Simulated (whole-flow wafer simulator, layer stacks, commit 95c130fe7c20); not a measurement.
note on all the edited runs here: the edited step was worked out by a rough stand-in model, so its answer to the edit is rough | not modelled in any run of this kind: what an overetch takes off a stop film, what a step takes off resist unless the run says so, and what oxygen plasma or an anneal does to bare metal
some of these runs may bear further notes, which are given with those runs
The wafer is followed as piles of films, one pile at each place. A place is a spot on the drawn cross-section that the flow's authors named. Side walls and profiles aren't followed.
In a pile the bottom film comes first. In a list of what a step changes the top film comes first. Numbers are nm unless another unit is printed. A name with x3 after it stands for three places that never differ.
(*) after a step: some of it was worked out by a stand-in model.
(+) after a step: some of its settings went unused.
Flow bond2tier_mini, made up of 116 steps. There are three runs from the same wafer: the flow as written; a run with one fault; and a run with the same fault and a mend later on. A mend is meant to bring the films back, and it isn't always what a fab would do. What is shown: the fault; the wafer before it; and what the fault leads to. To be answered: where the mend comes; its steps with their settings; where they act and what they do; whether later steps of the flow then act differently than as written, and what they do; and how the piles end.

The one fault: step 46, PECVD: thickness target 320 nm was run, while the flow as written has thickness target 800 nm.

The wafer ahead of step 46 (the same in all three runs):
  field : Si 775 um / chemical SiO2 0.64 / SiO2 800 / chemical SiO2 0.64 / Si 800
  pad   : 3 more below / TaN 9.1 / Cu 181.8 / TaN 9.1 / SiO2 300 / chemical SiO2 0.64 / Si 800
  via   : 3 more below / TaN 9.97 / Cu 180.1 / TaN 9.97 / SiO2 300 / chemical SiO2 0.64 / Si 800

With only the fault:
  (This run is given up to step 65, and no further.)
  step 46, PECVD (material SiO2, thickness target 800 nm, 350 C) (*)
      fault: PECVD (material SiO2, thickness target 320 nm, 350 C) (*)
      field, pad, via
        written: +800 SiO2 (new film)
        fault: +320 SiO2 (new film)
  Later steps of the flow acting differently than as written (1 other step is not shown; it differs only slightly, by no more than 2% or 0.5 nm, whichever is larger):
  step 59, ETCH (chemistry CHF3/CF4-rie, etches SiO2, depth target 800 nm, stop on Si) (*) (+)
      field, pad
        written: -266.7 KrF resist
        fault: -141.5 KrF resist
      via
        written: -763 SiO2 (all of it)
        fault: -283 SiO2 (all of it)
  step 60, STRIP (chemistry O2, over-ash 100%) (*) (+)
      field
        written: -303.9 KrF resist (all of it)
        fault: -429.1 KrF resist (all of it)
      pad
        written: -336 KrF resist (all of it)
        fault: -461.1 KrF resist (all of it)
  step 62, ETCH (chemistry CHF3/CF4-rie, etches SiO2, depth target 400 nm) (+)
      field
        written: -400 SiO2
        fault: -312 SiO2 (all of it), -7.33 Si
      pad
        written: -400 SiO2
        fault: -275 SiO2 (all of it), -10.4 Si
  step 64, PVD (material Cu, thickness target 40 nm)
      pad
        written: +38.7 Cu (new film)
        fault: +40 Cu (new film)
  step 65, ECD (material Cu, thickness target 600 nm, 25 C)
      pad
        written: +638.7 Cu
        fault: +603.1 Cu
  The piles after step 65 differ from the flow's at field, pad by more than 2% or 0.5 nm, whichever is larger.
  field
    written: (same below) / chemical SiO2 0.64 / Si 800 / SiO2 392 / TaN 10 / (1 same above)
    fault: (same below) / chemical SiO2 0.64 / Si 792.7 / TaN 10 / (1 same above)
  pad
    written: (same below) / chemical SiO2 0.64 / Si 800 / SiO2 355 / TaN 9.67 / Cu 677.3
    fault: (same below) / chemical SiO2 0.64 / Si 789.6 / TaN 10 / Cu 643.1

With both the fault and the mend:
  The mend follows step 46.
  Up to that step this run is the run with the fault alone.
  step 46a, PECVD (material SiO2, thickness target 480 nm, 350 C) (*) (the flow's step 46 again, with other settings)
      field, pad, via
        +480 SiO2
  Later steps of the flow that are run all act as written at every place that is followed.
  At every place that both follow, the piles at the end match the flow's.
